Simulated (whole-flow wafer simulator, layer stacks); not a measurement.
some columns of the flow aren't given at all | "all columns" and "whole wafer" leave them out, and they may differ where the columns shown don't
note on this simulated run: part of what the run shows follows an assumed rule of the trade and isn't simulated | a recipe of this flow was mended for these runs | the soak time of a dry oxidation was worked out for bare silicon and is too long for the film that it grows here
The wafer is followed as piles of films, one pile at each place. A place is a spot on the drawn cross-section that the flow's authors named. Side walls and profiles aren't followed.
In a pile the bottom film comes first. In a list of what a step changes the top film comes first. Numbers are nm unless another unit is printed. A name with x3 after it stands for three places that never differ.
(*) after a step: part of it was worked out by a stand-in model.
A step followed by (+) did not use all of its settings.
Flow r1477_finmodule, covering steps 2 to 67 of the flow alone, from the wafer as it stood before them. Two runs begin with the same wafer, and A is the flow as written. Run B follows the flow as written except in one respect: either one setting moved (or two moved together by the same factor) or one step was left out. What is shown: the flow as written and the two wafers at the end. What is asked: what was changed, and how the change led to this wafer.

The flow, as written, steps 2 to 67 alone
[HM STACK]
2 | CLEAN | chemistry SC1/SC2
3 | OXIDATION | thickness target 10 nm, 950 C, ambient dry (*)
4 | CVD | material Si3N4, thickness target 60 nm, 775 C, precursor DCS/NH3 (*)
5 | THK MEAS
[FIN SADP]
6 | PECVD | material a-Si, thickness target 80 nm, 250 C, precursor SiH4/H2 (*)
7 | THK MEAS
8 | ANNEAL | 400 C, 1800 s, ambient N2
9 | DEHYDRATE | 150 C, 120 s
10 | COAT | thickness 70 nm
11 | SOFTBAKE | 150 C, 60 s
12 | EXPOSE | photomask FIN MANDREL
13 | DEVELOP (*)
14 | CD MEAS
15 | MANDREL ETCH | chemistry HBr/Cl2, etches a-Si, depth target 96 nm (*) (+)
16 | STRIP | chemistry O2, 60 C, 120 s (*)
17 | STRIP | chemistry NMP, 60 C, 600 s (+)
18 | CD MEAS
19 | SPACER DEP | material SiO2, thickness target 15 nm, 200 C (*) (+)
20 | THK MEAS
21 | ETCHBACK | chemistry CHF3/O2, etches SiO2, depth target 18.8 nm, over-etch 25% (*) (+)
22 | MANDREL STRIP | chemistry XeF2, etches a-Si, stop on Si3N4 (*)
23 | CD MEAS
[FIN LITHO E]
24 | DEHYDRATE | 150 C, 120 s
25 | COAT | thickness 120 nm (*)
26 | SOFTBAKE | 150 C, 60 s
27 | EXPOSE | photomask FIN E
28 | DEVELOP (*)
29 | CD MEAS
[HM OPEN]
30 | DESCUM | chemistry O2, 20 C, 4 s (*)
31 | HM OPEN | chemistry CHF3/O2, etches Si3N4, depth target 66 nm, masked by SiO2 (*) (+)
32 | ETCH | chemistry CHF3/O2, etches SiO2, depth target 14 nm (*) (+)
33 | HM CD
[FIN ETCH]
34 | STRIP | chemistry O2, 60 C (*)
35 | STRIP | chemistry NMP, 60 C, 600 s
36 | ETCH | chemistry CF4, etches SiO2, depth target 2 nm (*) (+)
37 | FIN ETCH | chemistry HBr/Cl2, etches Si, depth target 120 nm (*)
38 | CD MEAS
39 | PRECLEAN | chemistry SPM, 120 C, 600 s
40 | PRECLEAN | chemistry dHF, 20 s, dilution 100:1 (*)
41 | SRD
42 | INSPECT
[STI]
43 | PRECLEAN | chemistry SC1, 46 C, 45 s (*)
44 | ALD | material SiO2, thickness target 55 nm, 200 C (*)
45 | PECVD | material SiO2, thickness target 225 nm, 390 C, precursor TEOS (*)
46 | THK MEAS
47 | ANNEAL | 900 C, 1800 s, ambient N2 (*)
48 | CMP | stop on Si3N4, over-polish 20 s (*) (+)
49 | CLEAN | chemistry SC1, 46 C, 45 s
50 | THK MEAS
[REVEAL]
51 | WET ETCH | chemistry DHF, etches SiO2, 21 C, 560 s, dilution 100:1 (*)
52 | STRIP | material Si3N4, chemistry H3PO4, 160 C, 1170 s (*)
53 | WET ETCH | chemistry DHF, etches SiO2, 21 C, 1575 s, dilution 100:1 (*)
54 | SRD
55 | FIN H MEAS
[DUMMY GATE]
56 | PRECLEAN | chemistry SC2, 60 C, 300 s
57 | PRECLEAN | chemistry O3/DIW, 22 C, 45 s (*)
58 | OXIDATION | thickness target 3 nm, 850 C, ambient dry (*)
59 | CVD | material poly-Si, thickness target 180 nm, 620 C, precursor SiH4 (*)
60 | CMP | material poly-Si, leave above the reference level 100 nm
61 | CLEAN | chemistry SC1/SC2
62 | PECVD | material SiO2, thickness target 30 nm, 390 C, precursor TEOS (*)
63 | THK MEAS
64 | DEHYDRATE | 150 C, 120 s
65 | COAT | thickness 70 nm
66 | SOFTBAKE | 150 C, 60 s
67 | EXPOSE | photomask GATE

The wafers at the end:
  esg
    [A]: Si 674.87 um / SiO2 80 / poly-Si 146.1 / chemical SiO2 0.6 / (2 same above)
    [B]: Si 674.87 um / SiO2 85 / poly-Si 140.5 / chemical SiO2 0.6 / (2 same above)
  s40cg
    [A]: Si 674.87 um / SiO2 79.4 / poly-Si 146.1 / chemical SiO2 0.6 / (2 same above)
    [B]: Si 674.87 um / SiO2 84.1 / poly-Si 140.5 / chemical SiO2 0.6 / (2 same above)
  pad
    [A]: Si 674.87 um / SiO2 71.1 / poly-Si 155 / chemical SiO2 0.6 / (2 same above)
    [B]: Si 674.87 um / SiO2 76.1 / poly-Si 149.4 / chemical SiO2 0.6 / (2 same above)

What caused this: step 4, CVD: thickness target 67.2 nm was run, though the flow has thickness target 60 nm; step 15, MANDREL ETCH: depth target 107.5 nm was run, where the flow has depth target 96 nm.

The path from the change to this, step by step:
  4 | CVD | material Si3N4, thickness target 60 nm, 775 C, precursor DCS/NH3 (*)
      pad, padg, elg and 33 more: A +60 Si3N4 (new film) | B +67.2 Si3N4 (new film)
  15 | MANDREL ETCH | chemistry HBr/Cl2, etches a-Si, depth target 96 nm (*) (+)
      pad, padg, elg and 27 more: A -80 a-Si (all of it), -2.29 Si3N4 | B -80 a-Si (all of it), -3.93 Si3N4
      s40cg, s45cg, s50cg, s40co, s45co, s50co: A -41 e-beam-resist | B -45.4 e-beam-resist
  16 | STRIP | chemistry O2, 60 C, 120 s (*)
      s40cg, s45cg, s50cg, s40co, s45co, s50co: A +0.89 chemical SiO2 (new film), -29 e-beam-resist (all of it), -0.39 a-Si | B +0.94 chemical SiO2 (new film), -24.6 e-beam-resist (all of it), -0.42 a-Si
  31 | HM OPEN | chemistry CHF3/O2, etches Si3N4, depth target 66 nm, masked by SiO2 (*) (+)
      s40cg, s45cg, s50cg, s40co, s45co, s50co: A -60 Si3N4 (all of it), -3 SiO2 | B -66 Si3N4
      pad, padg, esg and 13 more: A -54.1 Si3N4 (all of it), -5.95 SiO2 | B -59.7 Si3N4 (all of it), -3.17 SiO2
  32 | ETCH | chemistry CHF3/O2, etches SiO2, depth target 14 nm (*) (+)
      s40cg, s45cg, s50cg, s40co, s45co, s50co: A -7 SiO2 (all of it), -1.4 Si | B -1.2 Si3N4 (all of it), -10 SiO2 (all of it), -0.55 Si
      pad, padg, esg and 13 more: A -4.05 SiO2 (all of it), -1.99 Si | B -6.83 SiO2 (all of it), -1.43 Si
  44 | ALD | material SiO2, thickness target 55 nm, 200 C (*)
      esg, e40sg, e100sg, e200sg, eso, e40so, e100so, e200so: A +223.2 SiO2 (new film) | B +228.2 SiO2 (new film)
      s40cg, s45cg, s50cg, s40co, s45co, s50co: A +263.2 SiO2 (new film) | B +269.6 SiO2 (new film)
      (and at 6 other places as well)
  48 | CMP | stop on Si3N4, over-polish 20 s (*) (+)
      pad, padg: A -79.4 SiO2 | B -74.4 SiO2
  52 | STRIP | material Si3N4, chemistry H3PO4, 160 C, 1170 s (*)
      elg, e40lg, e100lg, e200lg, elo, e40lo, e100lo, e200lo: A -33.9 Si3N4 (all of it), -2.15 SiO2 | B -39.4 Si3N4 (all of it), -1.97 SiO2
      s40sg_line, s45sg_line, s50sg_line, s40so_line, s45so_line, s50so_line: A -55.1 Si3N4 (all of it), -1.49 SiO2 | B -60.6 Si3N4 (all of it), -1.31 SiO2
  59 | CVD | material poly-Si, thickness target 180 nm, 620 C, precursor SiH4 (*)
      esg, e40sg, e100sg and 15 more: A +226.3 poly-Si (new film) | B +220.8 poly-Si (new film)
      e200sg, e200so: A +219.2 poly-Si (new film) | B +213.7 poly-Si (new film)
  60 | CMP | material poly-Si, leave above the reference level 100 nm
      pad, padg: A -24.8 poly-Si | B -30.3 poly-Si
